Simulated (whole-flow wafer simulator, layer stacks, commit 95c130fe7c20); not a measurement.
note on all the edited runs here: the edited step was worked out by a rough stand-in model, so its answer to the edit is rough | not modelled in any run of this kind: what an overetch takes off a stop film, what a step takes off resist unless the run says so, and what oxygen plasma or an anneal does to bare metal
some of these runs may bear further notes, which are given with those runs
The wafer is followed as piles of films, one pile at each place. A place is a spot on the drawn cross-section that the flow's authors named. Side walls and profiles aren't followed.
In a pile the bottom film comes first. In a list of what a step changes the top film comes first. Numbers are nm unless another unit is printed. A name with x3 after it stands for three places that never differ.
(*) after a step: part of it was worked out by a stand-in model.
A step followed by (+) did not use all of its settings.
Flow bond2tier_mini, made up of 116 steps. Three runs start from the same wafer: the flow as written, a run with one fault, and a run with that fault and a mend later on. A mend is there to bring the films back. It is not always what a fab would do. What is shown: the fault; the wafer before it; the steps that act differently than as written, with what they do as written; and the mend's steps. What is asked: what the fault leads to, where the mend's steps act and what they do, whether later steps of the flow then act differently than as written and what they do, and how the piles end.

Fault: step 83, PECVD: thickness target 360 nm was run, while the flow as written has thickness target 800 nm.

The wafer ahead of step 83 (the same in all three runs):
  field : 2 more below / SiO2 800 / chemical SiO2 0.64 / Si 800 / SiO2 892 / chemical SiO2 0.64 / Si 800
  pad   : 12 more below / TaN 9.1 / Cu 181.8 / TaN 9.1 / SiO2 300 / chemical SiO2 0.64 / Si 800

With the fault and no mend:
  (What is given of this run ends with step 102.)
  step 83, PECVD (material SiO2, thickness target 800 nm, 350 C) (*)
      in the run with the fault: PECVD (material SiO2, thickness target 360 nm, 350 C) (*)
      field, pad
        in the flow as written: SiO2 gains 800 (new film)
        in the run with the fault: SiO2 gains 360 (new film)
  Later steps of the flow acting differently than as written (1 more step, not shown, differs only slightly: by at most 2% or 0.5 nm, whichever is larger):
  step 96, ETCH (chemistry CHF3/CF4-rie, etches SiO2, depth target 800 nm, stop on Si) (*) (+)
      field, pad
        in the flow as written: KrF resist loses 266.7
        in the run with the fault: KrF resist loses 161.5
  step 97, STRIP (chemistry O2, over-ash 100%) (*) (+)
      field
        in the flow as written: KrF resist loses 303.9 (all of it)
        in the run with the fault: KrF resist loses 409.1 (all of it)
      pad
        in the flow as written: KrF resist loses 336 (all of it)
        in the run with the fault: KrF resist loses 441.1 (all of it)
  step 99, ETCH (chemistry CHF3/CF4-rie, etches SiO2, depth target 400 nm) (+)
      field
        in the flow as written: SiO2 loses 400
        in the run with the fault: SiO2 loses 352 (all of it), Si loses 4
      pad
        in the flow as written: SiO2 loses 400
        in the run with the fault: SiO2 loses 315 (all of it), Si loses 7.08
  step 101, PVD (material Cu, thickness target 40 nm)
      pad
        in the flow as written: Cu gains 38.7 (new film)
        in the run with the fault: Cu gains 40 (new film)
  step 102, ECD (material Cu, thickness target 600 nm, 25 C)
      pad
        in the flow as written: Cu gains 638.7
        in the run with the fault: Cu gains 603.1
  The piles after step 102 differ from the flow's at field, pad by more than 2% or 0.5 nm, whichever is larger.
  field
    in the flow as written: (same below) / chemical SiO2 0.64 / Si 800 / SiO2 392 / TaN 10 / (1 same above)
    in the run with the fault: (same below) / chemical SiO2 0.64 / Si 796 / TaN 10 / (1 same above)
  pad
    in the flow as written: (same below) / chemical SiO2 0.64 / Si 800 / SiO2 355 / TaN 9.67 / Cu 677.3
    in the run with the fault: (same below) / chemical SiO2 0.64 / Si 792.9 / TaN 10 / Cu 643.1

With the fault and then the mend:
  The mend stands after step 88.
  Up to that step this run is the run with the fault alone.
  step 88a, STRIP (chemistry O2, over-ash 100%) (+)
      field
        KrF resist loses 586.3 (all of it)
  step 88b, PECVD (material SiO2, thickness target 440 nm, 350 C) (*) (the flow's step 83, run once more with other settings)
      field, pad
        SiO2 gains 440
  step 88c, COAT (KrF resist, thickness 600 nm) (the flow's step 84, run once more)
      field, pad
        KrF resist gains 600 (new film)
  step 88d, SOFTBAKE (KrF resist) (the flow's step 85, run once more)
      alters no film at any place that is followed
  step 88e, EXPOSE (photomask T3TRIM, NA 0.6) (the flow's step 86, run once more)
      alters no film at any place that is followed
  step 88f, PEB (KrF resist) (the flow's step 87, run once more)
      alters no film at any place that is followed
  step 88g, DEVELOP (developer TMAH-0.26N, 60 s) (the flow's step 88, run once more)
      field
        KrF resist loses 13.7
      pad
        KrF resist loses 600 (all of it)
  Later steps of the flow that are run all act as written at every place that is followed.
  At every place that both follow, the piles at the end match the flow's.
